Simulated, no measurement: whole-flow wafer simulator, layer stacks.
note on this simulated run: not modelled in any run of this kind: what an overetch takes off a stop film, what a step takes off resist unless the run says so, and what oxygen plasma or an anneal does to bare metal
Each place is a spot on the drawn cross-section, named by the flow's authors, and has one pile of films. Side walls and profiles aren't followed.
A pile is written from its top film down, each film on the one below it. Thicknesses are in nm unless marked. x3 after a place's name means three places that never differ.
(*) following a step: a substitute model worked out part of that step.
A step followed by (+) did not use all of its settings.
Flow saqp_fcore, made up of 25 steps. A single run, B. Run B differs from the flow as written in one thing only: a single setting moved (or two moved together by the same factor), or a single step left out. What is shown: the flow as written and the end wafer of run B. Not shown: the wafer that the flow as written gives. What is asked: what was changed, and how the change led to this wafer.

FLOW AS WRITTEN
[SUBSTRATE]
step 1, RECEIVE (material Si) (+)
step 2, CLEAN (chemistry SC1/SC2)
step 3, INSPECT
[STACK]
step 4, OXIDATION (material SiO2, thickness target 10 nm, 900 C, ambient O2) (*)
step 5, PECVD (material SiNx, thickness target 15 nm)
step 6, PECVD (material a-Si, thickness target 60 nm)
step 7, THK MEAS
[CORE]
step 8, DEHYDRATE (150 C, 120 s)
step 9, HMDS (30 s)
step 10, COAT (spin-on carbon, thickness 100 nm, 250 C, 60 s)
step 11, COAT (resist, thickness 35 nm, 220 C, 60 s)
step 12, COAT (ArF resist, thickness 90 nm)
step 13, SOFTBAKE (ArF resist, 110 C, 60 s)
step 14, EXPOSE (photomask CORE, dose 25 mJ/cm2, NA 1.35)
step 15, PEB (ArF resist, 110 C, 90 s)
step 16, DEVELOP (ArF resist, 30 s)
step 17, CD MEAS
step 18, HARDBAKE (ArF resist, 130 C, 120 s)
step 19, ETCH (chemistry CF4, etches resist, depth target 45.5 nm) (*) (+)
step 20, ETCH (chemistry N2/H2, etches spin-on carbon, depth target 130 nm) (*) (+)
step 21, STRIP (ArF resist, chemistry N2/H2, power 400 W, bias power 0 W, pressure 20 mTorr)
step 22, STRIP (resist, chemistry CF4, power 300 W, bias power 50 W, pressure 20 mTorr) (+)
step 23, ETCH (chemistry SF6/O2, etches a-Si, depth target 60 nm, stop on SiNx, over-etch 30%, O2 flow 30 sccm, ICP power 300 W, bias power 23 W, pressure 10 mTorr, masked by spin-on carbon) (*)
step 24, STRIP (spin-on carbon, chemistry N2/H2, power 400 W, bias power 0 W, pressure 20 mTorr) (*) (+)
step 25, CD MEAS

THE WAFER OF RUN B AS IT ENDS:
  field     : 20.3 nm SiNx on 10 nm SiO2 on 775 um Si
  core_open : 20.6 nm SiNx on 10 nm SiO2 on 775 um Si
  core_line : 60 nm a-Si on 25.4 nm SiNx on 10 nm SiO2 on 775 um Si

Cause: step 5, PECVD: thickness target 25.4 nm was run, while the flow as written has thickness target 15 nm.
One can read it off the wafer: core_line has SiNx 25.4, and step 5 as written asks for 15 nm.

How this came from the change, step by step:
  step 5, PECVD (material SiNx, thickness target 15 nm)
      field, core_open, core_line: SiNx gains 25.4 (new film) (in the flow as written it would be: SiNx gains 15 (new film))
